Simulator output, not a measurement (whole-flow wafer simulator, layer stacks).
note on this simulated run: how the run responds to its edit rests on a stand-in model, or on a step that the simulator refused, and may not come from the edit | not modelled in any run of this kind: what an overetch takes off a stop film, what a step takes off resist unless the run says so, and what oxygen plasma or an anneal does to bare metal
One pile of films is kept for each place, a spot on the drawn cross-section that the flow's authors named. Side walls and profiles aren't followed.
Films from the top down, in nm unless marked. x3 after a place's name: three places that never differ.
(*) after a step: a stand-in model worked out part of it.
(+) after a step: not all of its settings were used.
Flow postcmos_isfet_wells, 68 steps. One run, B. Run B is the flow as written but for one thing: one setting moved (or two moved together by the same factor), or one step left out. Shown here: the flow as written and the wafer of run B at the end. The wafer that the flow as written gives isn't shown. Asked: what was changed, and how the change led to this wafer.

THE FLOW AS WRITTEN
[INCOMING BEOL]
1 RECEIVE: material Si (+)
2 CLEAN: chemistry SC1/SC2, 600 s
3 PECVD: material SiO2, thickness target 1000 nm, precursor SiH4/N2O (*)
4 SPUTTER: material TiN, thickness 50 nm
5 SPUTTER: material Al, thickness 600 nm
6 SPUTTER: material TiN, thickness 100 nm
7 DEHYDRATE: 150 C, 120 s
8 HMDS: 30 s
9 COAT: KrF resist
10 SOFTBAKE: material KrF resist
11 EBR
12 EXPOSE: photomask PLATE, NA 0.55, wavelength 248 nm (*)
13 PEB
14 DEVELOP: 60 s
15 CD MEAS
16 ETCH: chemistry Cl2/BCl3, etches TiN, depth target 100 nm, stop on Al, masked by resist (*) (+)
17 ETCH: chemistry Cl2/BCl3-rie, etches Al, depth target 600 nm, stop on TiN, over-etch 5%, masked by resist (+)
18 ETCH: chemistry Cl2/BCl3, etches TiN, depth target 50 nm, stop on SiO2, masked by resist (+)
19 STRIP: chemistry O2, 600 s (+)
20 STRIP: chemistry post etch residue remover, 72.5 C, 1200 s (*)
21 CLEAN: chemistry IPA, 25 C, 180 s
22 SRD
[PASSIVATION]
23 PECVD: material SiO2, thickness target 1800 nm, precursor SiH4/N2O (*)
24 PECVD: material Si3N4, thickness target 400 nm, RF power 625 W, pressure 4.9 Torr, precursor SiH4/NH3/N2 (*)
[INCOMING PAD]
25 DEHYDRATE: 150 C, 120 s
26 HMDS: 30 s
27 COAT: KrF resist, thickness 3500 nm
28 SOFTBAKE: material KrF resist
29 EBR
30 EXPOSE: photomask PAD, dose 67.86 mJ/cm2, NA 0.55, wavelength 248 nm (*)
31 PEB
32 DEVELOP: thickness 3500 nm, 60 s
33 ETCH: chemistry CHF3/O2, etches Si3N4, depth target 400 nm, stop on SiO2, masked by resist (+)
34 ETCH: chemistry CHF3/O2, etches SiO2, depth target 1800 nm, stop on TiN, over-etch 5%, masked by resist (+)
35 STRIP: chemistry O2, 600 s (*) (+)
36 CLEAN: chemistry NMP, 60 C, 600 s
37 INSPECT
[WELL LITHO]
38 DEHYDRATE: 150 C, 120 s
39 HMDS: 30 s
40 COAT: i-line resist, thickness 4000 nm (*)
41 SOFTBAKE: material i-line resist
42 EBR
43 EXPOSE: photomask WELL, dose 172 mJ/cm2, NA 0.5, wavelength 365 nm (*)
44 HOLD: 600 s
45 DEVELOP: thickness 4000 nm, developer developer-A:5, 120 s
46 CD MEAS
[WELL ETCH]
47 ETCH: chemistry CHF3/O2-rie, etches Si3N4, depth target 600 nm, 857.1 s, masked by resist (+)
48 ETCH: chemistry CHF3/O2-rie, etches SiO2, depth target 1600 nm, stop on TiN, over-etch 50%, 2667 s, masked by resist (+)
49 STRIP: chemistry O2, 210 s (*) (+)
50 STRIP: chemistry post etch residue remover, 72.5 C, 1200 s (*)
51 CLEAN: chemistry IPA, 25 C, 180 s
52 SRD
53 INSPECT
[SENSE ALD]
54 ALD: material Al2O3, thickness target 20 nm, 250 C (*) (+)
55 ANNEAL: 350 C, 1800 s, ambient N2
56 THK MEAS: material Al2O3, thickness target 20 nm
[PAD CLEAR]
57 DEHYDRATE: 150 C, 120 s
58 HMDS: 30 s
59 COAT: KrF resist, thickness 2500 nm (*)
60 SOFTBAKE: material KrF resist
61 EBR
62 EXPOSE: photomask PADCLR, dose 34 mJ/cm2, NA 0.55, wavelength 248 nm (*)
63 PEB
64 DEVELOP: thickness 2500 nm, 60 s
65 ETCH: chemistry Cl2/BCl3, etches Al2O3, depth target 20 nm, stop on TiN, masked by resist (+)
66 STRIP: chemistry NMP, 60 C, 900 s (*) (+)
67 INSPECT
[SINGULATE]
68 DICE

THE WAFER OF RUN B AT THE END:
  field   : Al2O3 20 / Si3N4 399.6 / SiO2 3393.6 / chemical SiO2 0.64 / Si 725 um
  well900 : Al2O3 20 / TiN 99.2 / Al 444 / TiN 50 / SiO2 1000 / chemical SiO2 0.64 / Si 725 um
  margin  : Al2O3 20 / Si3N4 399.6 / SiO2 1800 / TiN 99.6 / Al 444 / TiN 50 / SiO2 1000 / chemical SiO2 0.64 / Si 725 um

The cause: step 5, SPUTTER: thickness 444 nm was run, where the flow has thickness 600 nm.
It can be read off the wafer: well900 has Al 444, and step 5 as written asks for 600 nm.

How the change led to this, step by step:
  5 SPUTTER: material Al, thickness 600 nm
      field, margin, well900, well1300 x3, pad_rim, pad_clr, pad_open: Al +444 (new film) (as written it would be: Al +600 (new film))
  17 ETCH: chemistry Cl2/BCl3-rie, etches Al, depth target 600 nm, stop on TiN, over-etch 5%, masked by resist (+)
      margin, well900, well1300 x3, pad_rim, pad_clr, pad_open: KrF resist -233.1 (as written it would be: KrF resist -300)
      field: Al -444 (all of it) (as written it would be: Al -600 (all of it))
  19 STRIP: chemistry O2, 600 s (+)
      margin, well900, well1300 x3, pad_rim, pad_clr, pad_open: KrF resist -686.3 (all of it) (as written it would be: KrF resist -619.4 (all of it))
  23 PECVD: material SiO2, thickness target 1800 nm, precursor SiH4/N2O (*)
      field: SiO2 +2393.6 (as written it would be: SiO2 +1800 (new film), void +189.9 (new film), SiO2 +559.7)
